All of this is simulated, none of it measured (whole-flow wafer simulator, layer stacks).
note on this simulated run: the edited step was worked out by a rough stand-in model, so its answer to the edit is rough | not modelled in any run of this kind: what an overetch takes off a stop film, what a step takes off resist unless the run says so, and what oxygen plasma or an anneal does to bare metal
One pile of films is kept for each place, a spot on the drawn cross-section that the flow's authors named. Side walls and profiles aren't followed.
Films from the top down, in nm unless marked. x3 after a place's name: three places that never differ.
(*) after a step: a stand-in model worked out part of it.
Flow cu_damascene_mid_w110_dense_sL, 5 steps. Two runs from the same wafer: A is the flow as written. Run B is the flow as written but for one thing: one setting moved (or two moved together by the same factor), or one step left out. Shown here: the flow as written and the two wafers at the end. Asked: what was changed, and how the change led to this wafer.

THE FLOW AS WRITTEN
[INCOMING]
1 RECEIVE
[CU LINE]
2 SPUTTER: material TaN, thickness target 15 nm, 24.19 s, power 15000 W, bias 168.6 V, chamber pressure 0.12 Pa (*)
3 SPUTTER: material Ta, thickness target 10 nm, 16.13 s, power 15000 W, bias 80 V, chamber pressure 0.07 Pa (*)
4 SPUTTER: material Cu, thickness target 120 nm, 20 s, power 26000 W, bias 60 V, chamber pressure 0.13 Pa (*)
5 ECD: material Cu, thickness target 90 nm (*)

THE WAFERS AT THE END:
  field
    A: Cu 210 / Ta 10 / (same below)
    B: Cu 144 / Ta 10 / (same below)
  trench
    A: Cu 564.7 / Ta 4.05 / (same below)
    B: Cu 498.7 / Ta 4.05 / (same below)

The cause: step 4, SPUTTER: thickness target 54 nm was run, where the flow has thickness target 120 nm; step 4, SPUTTER: 9 s was run, where the flow has 20 s.

How the change led to this, step by step:
  4 SPUTTER: material Cu, thickness target 120 nm, 20 s, power 26000 W, bias 60 V, chamber pressure 0.13 Pa (*)
      field: A Cu +120 (new film) | B Cu +54 (new film)
      trench: A Cu +49.9 (new film) | B Cu +22.5 (new film)
  5 ECD: material Cu, thickness target 90 nm (*)
      trench: A Cu +514.8 | B Cu +476.3
